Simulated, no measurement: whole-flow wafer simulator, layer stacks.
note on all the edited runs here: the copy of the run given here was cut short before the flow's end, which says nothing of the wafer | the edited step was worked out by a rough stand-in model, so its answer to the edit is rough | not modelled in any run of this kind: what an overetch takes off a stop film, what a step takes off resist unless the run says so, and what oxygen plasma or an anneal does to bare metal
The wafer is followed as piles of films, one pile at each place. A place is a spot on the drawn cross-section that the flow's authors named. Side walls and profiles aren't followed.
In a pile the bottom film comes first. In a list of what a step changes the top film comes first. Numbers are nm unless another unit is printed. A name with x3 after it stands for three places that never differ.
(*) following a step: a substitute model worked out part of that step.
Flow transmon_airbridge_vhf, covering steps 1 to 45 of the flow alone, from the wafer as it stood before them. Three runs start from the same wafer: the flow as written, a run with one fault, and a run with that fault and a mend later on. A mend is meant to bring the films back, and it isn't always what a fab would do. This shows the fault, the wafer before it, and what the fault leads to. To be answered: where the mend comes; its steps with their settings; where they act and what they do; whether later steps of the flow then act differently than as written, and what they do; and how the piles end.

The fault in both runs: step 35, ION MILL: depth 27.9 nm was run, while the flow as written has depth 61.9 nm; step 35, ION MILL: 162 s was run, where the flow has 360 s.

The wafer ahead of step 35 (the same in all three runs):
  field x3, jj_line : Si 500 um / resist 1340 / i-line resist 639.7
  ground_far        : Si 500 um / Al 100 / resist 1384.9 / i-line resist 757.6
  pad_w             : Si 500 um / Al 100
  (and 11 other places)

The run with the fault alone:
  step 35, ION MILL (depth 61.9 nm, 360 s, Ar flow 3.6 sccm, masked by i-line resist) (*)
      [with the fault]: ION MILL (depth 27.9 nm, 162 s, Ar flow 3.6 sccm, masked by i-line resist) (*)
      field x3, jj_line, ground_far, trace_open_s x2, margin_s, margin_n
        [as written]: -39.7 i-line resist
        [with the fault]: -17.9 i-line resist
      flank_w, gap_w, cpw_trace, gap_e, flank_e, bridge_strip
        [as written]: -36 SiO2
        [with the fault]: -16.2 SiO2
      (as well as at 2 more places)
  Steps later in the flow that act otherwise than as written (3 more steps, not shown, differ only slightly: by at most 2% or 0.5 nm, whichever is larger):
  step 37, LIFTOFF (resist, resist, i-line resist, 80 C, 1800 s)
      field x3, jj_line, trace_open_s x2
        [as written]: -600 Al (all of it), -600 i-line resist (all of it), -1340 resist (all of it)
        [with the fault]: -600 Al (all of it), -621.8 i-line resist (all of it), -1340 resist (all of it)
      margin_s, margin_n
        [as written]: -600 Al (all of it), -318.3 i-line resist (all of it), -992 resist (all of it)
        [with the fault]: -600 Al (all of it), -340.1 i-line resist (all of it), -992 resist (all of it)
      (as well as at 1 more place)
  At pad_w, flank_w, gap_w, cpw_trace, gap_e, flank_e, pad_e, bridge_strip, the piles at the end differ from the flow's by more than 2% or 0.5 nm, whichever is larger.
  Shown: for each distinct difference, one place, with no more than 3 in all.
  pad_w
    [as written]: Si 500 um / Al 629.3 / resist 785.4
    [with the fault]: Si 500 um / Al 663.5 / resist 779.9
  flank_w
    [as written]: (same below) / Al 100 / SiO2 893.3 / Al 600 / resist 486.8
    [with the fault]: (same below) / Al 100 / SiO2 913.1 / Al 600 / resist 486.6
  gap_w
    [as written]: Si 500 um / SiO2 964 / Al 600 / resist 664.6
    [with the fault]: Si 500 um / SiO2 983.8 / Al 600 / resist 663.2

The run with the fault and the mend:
  The mend follows step 35.
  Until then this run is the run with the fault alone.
  step 35a, ION MILL (depth 34 nm, 197.7 s, Ar flow 3.6 sccm, masked by i-line resist) (*) (the flow's step 35, run once more with other settings)
      field x3, jj_line, ground_far, trace_open_s x2, margin_s, margin_n
        -21.8 i-line resist
      flank_w, gap_w, cpw_trace, gap_e, flank_e, bridge_strip
        -19.8 SiO2
      pad_w, pad_e
        -34 Al
  None of the later steps of the flow acts differently than as written at any place that is followed.
  When the end is reached, the piles differ only a little from the flow's at the places that both follow, at most by 2% or 0.5 nm, whichever is larger.
